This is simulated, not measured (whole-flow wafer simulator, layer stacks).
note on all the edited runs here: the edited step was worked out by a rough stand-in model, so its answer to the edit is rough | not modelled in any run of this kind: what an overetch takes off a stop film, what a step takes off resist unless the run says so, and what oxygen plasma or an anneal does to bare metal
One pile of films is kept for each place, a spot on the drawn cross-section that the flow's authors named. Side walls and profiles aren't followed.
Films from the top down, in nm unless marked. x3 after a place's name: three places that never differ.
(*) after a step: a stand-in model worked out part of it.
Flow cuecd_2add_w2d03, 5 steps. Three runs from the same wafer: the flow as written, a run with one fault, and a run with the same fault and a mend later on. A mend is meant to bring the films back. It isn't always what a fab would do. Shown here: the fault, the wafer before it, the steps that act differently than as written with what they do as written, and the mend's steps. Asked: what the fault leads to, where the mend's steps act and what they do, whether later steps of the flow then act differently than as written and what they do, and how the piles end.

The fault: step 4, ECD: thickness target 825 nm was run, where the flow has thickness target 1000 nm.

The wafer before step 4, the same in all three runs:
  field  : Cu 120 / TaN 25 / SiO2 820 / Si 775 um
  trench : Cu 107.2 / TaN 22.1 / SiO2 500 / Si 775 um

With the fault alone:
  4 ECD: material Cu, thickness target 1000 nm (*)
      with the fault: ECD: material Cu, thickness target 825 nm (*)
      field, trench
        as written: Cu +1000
        with the fault: Cu +825
  No later step of the flow acts differently than as written at any place that is followed.
  At the end the piles differ from the flow's by more than 2% or 0.5 nm, whichever is larger, at field, trench.
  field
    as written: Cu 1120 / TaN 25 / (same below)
    with the fault: Cu 945 / TaN 25 / (same below)
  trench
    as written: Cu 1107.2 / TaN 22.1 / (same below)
    with the fault: Cu 932.2 / TaN 22.1 / (same below)

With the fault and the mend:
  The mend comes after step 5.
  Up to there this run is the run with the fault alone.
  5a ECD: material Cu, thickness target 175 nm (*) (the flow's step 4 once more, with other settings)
      field, trench
        Cu +175
  No later step of the flow acts differently than as written at any place that is followed.
  At the end the piles are the same as the flow's at every place that both follow.
